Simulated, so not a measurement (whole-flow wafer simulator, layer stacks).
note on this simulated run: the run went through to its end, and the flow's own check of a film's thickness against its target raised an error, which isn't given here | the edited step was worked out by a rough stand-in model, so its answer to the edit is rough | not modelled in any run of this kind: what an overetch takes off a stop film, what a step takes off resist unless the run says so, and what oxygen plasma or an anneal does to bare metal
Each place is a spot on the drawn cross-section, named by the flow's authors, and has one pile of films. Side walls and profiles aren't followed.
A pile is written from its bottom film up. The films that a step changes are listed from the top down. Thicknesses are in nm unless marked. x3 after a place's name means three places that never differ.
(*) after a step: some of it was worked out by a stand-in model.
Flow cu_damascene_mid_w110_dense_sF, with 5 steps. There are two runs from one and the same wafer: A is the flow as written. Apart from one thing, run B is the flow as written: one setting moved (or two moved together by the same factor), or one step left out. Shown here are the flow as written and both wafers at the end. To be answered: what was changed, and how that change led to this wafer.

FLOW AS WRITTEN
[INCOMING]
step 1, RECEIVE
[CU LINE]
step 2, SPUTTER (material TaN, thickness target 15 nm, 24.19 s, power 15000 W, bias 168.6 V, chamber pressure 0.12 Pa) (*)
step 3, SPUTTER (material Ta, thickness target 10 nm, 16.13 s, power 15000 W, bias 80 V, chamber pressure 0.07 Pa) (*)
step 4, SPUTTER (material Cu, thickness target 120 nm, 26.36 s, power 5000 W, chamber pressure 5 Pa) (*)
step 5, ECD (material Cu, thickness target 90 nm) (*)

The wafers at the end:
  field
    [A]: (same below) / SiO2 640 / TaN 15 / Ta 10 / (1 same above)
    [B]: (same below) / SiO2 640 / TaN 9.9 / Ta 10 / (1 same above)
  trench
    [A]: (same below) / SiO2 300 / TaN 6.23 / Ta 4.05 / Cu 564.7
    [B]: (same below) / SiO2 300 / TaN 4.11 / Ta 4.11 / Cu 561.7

The reason: step 2, SPUTTER: thickness target 9.9 nm was run, though the flow has thickness target 15 nm; step 2, SPUTTER: 16.01 s was run, where the flow has 24.19 s.
The wafer itself shows it: field has TaN 9.9, and step 2 as written asks for 15 nm.

The path from the change to this, step by step:
  step 2, SPUTTER (material TaN, thickness target 15 nm, 24.19 s, power 15000 W, bias 168.6 V, chamber pressure 0.12 Pa) (*)
      field: A +15 TaN (new film) | B +9.9 TaN (new film)
      trench: A +6.23 TaN (new film) | B +4.11 TaN (new film)
